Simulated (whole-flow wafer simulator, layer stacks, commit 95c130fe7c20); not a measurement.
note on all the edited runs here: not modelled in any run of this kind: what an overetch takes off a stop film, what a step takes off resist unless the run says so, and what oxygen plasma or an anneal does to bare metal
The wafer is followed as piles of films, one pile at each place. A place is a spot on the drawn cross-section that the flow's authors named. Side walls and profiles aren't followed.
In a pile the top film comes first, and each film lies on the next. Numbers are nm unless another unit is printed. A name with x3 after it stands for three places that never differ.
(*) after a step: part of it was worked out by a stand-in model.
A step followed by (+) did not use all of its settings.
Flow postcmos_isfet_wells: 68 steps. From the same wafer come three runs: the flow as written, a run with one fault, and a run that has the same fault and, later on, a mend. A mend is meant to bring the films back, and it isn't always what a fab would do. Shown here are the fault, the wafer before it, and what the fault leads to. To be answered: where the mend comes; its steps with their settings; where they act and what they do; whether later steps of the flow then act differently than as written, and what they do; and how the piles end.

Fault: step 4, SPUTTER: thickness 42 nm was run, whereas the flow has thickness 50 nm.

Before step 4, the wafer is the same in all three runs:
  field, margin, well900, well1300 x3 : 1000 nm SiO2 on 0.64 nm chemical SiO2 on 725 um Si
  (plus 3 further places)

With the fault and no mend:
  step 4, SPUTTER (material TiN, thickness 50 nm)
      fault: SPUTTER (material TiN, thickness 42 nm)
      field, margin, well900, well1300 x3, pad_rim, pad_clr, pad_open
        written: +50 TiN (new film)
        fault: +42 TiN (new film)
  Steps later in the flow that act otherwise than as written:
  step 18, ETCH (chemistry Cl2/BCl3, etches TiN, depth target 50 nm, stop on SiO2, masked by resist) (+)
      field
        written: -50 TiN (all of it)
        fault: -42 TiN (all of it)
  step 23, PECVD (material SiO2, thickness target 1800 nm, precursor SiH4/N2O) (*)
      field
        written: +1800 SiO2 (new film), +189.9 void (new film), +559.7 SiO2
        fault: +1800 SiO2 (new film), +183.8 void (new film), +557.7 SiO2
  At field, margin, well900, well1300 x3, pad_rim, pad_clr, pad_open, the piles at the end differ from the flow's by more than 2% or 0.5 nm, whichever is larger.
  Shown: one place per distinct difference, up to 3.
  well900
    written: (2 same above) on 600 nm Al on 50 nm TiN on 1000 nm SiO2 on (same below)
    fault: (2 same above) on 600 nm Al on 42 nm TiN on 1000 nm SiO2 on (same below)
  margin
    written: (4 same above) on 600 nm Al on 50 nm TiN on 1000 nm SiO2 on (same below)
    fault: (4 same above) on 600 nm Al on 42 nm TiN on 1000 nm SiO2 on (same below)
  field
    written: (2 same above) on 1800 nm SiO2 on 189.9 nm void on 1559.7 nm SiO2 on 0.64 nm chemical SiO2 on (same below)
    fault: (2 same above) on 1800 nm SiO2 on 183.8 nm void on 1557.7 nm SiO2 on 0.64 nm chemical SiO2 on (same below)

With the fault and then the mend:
  The mend stands after step 4.
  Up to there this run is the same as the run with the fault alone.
  step 4a, SPUTTER (material TiN, thickness 8 nm) (the flow's step 4, run once more with other settings)
      field, margin, well900, well1300 x3, pad_rim, pad_clr, pad_open
        +8 TiN
  None of the later steps of the flow acts differently than as written at any place that is followed.
  By the end, the piles equal the flow's at every place that both follow.
